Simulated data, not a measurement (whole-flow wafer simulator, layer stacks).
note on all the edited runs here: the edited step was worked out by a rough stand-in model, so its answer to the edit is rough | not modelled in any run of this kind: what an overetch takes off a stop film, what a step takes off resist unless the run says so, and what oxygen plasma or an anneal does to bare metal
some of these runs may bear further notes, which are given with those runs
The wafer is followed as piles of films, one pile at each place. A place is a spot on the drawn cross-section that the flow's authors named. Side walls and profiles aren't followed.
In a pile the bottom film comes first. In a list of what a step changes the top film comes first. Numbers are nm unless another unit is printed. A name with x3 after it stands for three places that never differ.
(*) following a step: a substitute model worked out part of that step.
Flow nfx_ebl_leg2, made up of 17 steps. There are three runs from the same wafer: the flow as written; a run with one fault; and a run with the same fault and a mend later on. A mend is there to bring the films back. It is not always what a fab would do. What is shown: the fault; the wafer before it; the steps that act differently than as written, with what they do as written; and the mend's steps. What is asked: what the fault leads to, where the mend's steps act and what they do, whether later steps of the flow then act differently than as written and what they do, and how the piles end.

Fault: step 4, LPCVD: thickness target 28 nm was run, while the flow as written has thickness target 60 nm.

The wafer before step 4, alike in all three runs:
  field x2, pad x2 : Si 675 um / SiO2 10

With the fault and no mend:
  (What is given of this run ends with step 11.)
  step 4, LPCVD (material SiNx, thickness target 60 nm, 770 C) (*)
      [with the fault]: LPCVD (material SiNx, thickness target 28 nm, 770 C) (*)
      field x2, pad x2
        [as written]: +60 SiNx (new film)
        [with the fault]: +28 SiNx (new film)
  Later steps of the flow up to step 11 that are run all act as written at every place that is followed.
  After step 11, at field x2, pad x2, the piles differ from the flow's by more than 2% or 0.5 nm, whichever is larger.
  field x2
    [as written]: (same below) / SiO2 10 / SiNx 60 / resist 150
    [with the fault]: (same below) / SiO2 10 / SiNx 28 / resist 150
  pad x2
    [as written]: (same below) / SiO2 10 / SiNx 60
    [with the fault]: (same below) / SiO2 10 / SiNx 28

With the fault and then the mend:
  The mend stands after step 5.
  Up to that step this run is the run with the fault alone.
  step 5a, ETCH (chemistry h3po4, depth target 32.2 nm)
      field x2, pad x2
        -28 SiNx (all of it)
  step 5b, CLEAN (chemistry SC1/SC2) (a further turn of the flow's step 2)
      leaves every film unchanged at each place that is followed
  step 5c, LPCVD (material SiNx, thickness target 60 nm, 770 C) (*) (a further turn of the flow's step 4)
      field x2, pad x2
        +60 SiNx (new film)
  Later steps of the flow that are run all act as written at every place that is followed.
  By the end, the piles equal the flow's at every place that both follow.
